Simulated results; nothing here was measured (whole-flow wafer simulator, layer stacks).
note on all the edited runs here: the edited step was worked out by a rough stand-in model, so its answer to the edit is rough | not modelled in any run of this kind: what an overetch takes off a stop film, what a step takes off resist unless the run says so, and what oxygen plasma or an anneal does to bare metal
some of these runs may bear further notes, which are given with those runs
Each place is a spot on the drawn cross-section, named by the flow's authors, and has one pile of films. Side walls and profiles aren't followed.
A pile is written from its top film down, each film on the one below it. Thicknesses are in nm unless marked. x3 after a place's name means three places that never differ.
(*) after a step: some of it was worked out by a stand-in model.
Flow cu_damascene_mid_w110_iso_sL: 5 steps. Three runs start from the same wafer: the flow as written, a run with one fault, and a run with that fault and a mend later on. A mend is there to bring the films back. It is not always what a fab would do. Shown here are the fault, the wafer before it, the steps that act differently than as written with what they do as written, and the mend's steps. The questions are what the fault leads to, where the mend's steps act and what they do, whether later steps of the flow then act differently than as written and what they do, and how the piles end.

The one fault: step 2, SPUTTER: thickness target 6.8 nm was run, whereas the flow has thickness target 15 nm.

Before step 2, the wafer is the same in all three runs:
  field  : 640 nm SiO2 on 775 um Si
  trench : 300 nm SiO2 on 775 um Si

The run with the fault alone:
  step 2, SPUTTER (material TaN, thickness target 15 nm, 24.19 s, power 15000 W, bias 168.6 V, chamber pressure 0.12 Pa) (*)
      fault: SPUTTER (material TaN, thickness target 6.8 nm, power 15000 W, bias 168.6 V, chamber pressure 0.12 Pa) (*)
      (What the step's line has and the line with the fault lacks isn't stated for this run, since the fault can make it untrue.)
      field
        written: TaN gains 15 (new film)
        fault: TaN gains 6.8 (new film)
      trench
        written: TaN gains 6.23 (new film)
        fault: TaN gains 2.82 (new film)
  Steps later in the flow that act otherwise than as written (2 more steps, not shown, differ only slightly: by at most 2% or 0.5 nm, whichever is larger):
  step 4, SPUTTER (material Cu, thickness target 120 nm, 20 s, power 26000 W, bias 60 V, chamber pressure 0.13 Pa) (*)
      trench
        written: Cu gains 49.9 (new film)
        fault: Cu gains 51.3 (new film)
  At field, trench, the piles at the end differ from the flow's by more than 2% or 0.5 nm, whichever is larger.
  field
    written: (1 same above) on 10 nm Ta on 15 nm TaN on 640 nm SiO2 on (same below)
    fault: (1 same above) on 10 nm Ta on 6.8 nm TaN on 640 nm SiO2 on (same below)
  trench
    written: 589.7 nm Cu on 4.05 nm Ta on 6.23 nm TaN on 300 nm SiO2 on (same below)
    fault: 584.8 nm Cu on 4.15 nm Ta on 2.82 nm TaN on 300 nm SiO2 on (same below)

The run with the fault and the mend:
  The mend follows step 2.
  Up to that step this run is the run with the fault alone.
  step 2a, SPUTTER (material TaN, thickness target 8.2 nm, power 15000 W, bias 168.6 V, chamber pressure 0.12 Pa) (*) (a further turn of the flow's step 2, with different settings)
      field
        TaN gains 8.2
      trench
        TaN gains 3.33
  Every later step of the flow that is run acts as written, at every place that is followed, to within 2% or 0.5 nm, whichever is larger.
  The piles end only slightly different from the flow's at the places that both follow, by no more than 2% or 0.5 nm, whichever is larger.
